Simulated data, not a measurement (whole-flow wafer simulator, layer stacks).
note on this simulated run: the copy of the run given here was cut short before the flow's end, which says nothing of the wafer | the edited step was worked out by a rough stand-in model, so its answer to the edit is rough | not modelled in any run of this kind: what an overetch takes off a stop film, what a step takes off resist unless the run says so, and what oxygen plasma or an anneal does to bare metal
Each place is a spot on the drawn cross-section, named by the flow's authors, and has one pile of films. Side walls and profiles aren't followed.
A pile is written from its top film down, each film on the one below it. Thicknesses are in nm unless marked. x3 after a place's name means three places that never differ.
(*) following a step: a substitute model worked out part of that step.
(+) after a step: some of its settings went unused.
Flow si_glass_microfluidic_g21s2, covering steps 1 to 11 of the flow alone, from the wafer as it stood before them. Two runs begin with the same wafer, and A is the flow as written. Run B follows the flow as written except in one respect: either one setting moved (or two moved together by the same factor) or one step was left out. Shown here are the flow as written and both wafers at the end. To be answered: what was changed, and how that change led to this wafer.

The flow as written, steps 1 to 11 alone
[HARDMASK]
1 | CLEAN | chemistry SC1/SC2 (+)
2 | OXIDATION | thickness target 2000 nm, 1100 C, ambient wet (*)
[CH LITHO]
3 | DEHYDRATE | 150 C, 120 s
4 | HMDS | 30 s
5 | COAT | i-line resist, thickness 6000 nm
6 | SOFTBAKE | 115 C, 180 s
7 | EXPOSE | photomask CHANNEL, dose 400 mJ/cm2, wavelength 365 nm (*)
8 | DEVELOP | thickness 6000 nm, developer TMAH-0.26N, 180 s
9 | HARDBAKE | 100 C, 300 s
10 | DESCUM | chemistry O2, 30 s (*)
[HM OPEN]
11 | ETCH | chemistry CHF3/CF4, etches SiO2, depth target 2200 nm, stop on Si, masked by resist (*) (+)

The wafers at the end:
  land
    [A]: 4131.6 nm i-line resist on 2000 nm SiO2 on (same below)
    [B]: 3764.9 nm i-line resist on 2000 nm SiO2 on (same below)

What caused this: step 11, ETCH: depth target 2640 nm was run, though the flow has depth target 2200 nm.

How this came from the change, step by step:
  11 | ETCH | chemistry CHF3/CF4, etches SiO2, depth target 2200 nm, stop on Si, masked by resist (*) (+)
      land: A i-line resist loses 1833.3 | B i-line resist loses 2200
